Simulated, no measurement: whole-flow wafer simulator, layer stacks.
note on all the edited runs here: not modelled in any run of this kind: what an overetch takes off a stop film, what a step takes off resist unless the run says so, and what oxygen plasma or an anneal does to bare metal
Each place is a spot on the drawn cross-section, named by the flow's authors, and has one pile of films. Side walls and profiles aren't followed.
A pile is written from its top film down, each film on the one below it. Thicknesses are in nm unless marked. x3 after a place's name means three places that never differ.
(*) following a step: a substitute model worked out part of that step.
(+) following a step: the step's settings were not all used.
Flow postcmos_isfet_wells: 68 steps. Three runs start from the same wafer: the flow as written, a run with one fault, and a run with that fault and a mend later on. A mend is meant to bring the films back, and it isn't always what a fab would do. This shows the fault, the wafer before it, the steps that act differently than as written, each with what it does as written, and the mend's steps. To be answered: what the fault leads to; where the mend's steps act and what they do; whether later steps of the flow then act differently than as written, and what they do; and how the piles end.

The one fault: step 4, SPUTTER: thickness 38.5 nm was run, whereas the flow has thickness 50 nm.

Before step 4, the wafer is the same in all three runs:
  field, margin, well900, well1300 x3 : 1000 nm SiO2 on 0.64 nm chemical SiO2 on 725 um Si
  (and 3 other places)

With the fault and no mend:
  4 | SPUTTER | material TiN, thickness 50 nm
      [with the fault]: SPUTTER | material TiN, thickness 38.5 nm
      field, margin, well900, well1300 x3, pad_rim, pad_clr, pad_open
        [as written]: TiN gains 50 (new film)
        [with the fault]: TiN gains 38.5 (new film)
  Steps later in the flow that act otherwise than as written:
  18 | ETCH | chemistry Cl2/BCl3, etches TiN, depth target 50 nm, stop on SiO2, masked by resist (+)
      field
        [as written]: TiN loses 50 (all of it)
        [with the fault]: TiN loses 38.5 (all of it)
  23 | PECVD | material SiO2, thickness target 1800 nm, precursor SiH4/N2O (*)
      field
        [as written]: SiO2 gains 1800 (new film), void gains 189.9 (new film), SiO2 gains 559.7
        [with the fault]: SiO2 gains 1800 (new film), void gains 181.2 (new film), SiO2 gains 556.9
  At field, margin, well900, well1300 x3, pad_rim, pad_clr, pad_open, the piles at the end differ from the flow's by more than 2% or 0.5 nm, whichever is larger.
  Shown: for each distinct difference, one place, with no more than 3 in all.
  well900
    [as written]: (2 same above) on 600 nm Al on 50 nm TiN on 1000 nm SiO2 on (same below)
    [with the fault]: (2 same above) on 600 nm Al on 38.5 nm TiN on 1000 nm SiO2 on (same below)
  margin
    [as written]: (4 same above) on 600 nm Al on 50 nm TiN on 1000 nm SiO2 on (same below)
    [with the fault]: (4 same above) on 600 nm Al on 38.5 nm TiN on 1000 nm SiO2 on (same below)
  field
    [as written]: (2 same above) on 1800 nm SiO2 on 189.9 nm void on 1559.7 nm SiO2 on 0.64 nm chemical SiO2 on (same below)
    [with the fault]: (2 same above) on 1800 nm SiO2 on 181.2 nm void on 1556.9 nm SiO2 on 0.64 nm chemical SiO2 on (same below)

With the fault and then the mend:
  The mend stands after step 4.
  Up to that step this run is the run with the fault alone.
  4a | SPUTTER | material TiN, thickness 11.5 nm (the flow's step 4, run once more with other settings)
      field, margin, well900, well1300 x3, pad_rim, pad_clr, pad_open
        TiN gains 11.5
  None of the later steps of the flow acts differently than as written at any place that is followed.
  The piles end the same as the flow's at every place that both follow.
